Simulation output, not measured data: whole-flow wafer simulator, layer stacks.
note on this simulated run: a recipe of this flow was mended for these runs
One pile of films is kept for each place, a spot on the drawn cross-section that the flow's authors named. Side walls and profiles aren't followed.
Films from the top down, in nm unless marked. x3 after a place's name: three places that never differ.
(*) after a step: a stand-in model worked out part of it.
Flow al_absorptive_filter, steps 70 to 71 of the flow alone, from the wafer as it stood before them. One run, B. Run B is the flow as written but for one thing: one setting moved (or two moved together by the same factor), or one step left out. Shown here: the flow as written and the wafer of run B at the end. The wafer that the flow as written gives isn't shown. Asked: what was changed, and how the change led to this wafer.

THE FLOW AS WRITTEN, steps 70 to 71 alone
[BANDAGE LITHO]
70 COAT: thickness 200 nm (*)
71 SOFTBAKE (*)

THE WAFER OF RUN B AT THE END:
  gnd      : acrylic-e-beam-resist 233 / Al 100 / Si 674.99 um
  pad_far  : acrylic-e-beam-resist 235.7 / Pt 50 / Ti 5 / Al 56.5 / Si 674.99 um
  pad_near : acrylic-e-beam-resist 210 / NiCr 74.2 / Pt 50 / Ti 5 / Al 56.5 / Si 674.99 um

The cause: step 70, COAT: thickness 232 nm was run, where the flow has thickness 200 nm.

How the change led to this, step by step:
  70 COAT: thickness 200 nm (*)
      xa_field, xl_land, idc_field: acrylic-e-beam-resist +232 (new film) (as written it would be: acrylic-e-beam-resist +200 (new film))
      gnd: acrylic-e-beam-resist +233 (new film) (as written it would be: acrylic-e-beam-resist +200.9 (new film))
      (and at 10 more places)
